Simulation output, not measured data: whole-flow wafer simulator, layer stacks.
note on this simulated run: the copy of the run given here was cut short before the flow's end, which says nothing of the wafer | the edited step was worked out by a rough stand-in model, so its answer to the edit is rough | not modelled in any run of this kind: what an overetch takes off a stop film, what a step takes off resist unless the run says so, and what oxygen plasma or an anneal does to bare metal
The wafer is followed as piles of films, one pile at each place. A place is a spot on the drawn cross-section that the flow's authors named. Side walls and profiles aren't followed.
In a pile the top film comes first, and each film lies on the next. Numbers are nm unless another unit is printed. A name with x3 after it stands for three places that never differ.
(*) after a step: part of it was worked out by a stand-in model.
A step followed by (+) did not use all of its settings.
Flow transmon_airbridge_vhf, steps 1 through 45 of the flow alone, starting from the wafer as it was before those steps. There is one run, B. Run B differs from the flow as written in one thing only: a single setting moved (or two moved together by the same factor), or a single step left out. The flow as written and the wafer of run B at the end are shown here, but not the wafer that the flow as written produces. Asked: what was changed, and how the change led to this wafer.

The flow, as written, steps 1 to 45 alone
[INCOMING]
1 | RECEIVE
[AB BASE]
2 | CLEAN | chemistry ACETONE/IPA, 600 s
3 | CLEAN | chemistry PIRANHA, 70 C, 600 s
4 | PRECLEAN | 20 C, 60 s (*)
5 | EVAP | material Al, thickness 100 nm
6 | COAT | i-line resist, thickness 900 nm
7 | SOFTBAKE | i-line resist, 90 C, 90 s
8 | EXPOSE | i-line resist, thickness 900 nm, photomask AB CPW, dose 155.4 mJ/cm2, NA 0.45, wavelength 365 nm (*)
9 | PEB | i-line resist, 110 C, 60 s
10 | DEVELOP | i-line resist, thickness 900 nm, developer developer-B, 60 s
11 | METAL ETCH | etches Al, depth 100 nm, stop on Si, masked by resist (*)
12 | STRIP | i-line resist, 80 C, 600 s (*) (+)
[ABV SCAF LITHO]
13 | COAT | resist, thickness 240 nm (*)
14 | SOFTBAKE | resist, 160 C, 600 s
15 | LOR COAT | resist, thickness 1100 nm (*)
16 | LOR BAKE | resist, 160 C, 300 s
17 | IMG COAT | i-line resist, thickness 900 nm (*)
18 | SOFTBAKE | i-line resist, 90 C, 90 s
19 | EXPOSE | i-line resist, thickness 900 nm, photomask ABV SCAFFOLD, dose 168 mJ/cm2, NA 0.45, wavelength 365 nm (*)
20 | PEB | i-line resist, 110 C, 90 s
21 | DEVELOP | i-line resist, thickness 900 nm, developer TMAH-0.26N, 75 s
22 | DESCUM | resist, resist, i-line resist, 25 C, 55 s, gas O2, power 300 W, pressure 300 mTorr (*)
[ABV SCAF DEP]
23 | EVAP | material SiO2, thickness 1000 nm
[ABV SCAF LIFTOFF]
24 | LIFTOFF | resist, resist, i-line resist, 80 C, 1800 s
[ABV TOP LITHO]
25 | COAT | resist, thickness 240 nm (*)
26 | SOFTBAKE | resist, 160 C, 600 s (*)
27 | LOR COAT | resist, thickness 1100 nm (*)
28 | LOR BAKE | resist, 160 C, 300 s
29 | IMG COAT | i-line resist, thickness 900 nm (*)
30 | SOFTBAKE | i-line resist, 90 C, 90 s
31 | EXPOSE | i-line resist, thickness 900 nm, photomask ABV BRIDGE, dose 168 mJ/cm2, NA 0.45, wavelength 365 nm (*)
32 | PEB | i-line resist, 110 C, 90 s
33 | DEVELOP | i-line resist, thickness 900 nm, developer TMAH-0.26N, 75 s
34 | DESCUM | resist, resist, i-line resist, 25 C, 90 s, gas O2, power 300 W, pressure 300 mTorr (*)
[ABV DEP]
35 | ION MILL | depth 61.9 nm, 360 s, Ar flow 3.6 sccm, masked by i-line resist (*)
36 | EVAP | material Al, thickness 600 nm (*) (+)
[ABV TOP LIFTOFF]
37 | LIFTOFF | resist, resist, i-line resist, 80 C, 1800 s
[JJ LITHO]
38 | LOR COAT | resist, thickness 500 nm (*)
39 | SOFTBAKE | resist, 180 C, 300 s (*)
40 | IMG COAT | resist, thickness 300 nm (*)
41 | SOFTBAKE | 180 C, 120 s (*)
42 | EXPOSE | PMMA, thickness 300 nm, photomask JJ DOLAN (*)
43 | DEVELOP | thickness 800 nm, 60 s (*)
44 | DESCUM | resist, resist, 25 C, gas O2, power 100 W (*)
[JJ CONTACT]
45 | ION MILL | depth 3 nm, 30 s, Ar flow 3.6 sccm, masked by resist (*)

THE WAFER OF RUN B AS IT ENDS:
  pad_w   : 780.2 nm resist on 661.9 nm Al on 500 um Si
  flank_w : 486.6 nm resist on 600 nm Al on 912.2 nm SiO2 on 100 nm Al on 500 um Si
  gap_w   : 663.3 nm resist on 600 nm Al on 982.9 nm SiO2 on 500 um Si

The reason: step 35, ION MILL: depth 29.4 nm was run, though the flow has depth 61.9 nm; step 35, ION MILL: 171 s was run, where the flow has 360 s.

How this came from the change, step by step:
  35 | ION MILL | depth 61.9 nm, 360 s, Ar flow 3.6 sccm, masked by i-line resist (*)
      field x3, jj_line, ground_far, trace_open_s x2, margin_s, margin_n: -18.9 i-line resist (in the flow as written it would be: -39.7 i-line resist)
      flank_w, gap_w, cpw_trace, gap_e, flank_e, bridge_strip: -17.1 SiO2 (in the flow as written it would be: -36 SiO2)
      (also at 2 further places)
  37 | LIFTOFF | resist, resist, i-line resist, 80 C, 1800 s
      field x3, jj_line, trace_open_s x2: -600 Al (all of it), -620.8 i-line resist (all of it), -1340 resist (all of it) (in the flow as written it would be: -600 Al (all of it), -600 i-line resist (all of it), -1340 resist (all of it))
      margin_s, margin_n: -600 Al (all of it), -339.1 i-line resist (all of it), -992 resist (all of it) (in the flow as written it would be: -600 Al (all of it), -318.3 i-line resist (all of it), -992 resist (all of it))
      (also at 1 further place)
